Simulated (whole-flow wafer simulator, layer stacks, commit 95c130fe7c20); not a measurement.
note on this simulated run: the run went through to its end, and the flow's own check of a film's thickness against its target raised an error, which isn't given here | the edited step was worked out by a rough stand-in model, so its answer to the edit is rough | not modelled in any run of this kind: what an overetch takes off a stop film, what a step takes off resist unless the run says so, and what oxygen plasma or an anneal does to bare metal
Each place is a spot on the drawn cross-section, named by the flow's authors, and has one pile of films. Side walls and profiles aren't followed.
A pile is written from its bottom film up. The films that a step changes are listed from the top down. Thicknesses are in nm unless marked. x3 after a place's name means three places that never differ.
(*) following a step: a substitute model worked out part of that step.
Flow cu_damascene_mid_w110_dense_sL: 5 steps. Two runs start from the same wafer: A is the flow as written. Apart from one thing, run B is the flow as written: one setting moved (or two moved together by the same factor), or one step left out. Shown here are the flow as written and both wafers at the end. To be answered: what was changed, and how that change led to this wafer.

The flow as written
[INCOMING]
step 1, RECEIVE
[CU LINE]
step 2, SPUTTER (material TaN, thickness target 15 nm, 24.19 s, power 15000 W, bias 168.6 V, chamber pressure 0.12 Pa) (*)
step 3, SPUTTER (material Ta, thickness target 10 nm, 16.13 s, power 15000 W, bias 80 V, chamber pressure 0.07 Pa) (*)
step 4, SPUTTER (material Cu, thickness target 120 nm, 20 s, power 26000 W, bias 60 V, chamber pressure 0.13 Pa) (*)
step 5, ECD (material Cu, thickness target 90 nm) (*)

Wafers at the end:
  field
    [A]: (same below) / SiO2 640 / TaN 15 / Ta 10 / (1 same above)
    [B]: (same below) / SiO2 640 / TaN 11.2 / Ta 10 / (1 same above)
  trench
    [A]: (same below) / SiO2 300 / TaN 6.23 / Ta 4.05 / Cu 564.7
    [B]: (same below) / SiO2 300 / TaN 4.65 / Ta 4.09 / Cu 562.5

What caused this: step 2, SPUTTER: thickness target 11.2 nm was run, while the flow as written has thickness target 15 nm; step 2, SPUTTER: 18.14 s was run, where the flow has 24.19 s.
The wafer lets one read it off: field has TaN 11.2, and step 2 as written asks for 15 nm.

Step by step, how the change led to this:
  step 2, SPUTTER (material TaN, thickness target 15 nm, 24.19 s, power 15000 W, bias 168.6 V, chamber pressure 0.12 Pa) (*)
      field: A TaN gains 15 (new film) | B TaN gains 11.2 (new film)
      trench: A TaN gains 6.23 (new film) | B TaN gains 4.65 (new film)
